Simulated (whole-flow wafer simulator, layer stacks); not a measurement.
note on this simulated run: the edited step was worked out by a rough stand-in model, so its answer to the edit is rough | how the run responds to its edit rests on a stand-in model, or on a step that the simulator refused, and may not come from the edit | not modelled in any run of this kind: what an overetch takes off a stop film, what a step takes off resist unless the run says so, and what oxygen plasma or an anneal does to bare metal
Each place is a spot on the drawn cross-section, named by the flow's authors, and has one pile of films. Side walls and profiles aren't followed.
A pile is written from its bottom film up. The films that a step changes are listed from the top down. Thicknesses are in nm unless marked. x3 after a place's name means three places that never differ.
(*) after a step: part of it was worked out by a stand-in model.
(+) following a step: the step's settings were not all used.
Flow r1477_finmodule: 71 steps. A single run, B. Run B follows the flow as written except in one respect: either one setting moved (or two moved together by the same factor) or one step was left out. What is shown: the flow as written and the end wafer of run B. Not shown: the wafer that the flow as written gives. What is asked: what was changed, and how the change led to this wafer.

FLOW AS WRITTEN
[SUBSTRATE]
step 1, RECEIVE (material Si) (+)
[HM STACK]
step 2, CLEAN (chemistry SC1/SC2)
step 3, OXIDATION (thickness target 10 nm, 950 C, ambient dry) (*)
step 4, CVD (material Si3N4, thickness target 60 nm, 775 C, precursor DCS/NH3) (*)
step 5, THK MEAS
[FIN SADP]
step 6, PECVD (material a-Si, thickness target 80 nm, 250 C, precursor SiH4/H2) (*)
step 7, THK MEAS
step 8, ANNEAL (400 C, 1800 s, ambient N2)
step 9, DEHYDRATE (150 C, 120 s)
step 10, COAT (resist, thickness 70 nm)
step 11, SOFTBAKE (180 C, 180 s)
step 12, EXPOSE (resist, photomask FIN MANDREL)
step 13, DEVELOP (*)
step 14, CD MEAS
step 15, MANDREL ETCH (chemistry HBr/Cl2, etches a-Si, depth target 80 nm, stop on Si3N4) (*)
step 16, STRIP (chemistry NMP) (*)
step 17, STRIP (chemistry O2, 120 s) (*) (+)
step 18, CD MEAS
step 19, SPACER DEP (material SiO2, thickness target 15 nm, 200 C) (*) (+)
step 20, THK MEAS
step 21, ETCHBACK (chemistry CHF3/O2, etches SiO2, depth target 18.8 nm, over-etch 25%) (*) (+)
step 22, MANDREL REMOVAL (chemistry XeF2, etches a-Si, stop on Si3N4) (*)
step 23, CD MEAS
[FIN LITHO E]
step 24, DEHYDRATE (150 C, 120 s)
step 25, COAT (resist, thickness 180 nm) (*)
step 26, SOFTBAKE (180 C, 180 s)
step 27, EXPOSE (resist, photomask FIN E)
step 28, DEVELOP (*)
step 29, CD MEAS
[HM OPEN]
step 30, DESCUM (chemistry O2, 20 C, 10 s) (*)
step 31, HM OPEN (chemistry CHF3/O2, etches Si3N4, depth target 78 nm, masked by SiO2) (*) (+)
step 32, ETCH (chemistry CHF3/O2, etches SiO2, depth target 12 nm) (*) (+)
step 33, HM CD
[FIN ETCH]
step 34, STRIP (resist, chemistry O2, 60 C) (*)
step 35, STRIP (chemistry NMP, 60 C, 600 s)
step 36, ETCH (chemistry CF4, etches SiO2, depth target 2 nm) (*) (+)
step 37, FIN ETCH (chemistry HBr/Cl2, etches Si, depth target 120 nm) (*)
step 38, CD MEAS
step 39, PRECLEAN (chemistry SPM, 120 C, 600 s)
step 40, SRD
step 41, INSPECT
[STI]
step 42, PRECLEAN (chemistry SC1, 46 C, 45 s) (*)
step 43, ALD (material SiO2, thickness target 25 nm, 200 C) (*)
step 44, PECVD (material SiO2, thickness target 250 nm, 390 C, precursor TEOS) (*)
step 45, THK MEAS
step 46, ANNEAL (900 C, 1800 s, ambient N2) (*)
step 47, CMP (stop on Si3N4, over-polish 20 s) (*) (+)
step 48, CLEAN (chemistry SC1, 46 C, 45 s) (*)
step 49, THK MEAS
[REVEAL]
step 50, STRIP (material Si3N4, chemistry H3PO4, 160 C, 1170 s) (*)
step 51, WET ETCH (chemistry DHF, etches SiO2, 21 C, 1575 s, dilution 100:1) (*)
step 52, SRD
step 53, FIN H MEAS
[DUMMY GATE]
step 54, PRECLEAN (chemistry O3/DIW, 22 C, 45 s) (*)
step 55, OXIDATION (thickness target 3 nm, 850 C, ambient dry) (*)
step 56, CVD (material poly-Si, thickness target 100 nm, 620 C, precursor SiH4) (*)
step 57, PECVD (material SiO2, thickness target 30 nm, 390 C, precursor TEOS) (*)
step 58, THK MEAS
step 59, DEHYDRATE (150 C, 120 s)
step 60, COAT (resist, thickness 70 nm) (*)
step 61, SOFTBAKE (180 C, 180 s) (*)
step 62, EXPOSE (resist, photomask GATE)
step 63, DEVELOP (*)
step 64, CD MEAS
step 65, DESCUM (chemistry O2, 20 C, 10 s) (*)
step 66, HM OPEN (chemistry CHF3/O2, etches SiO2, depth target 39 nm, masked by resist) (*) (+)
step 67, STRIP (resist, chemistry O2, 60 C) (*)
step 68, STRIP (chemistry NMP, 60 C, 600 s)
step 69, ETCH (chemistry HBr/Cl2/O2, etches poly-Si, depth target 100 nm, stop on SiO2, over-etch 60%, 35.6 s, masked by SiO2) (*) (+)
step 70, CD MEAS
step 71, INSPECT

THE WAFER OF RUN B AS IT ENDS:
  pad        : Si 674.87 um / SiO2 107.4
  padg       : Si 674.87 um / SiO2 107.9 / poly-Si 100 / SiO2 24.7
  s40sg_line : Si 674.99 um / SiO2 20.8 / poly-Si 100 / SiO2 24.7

Cause: step 55, OXIDATION: 1020 C was run, whereas the flow has 850 C.

The path from the change to this, step by step:
  step 55, OXIDATION (thickness target 3 nm, 850 C, ambient dry) (*)
      pad, padg, e40sg and 11 more: SiO2 gains 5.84, chemical SiO2 loses 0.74 (all of it), Si loses 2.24 (it would be, as written: SiO2 gains 1.21, chemical SiO2 loses 0.74 (all of it), Si loses 0.21)
      s40cg, s45cg, s50cg, s40co, s45co, s50co: SiO2 gains 5.7, chemical SiO2 loses 0.74 (all of it), Si loses 2.18 (it would be, as written: SiO2 gains 1.2, chemical SiO2 loses 0.74 (all of it), Si loses 0.2)
      (as well as at 8 more places)
  step 56, CVD (material poly-Si, thickness target 100 nm, 620 C, precursor SiH4) (*)
      s40cg, s40co: poly-Si gains 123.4 (new film) (it would be, as written: poly-Si gains 113.9 (new film))
      s45cg, s45co: poly-Si gains 123.4 (new film) (it would be, as written: poly-Si gains 113.4 (new film))
      (as well as at 2 more places)
  step 60, COAT (resist, thickness 70 nm) (*)
      s40cg, s40co: resist gains 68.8 (new film) (it would be, as written: resist gains 70.6 (new film))
      s40sg, s40so: resist gains 98.6 (new film) (it would be, as written: resist gains 91 (new film))
      (as well as at 6 more places)
  step 63, DEVELOP (*)
      s40co: resist loses 68.8 (all of it) (it would be, as written: resist loses 70.6 (all of it))
      s40so: resist loses 98.6 (all of it) (it would be, as written: resist loses 91 (all of it))
      (as well as at 3 more places)
  step 67, STRIP (resist, chemistry O2, 60 C) (*)
      e40sg: resist loses 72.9 (all of it) (it would be, as written: resist loses 75.4 (all of it))
      e100sg: resist loses 72.9 (all of it) (it would be, as written: resist loses 75.3 (all of it))
      (as well as at 6 more places)
  step 69, ETCH (chemistry HBr/Cl2/O2, etches poly-Si, depth target 100 nm, stop on SiO2, over-etch 60%, 35.6 s, masked by SiO2) (*) (+)
      s40co: chemical SiO2 loses 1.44 (all of it), poly-Si loses 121 (all of it), SiO2 loses 0.2 (it would be, as written: chemical SiO2 loses 1.46 (all of it), poly-Si loses 111.5 (all of it), SiO2 loses 0.24)
      s45co: chemical SiO2 loses 1.44 (all of it), poly-Si loses 121 (all of it), SiO2 loses 0.2 (it would be, as written: chemical SiO2 loses 1.46 (all of it), poly-Si loses 110.9 (all of it), SiO2 loses 0.25)
      (as well as at 1 more place)
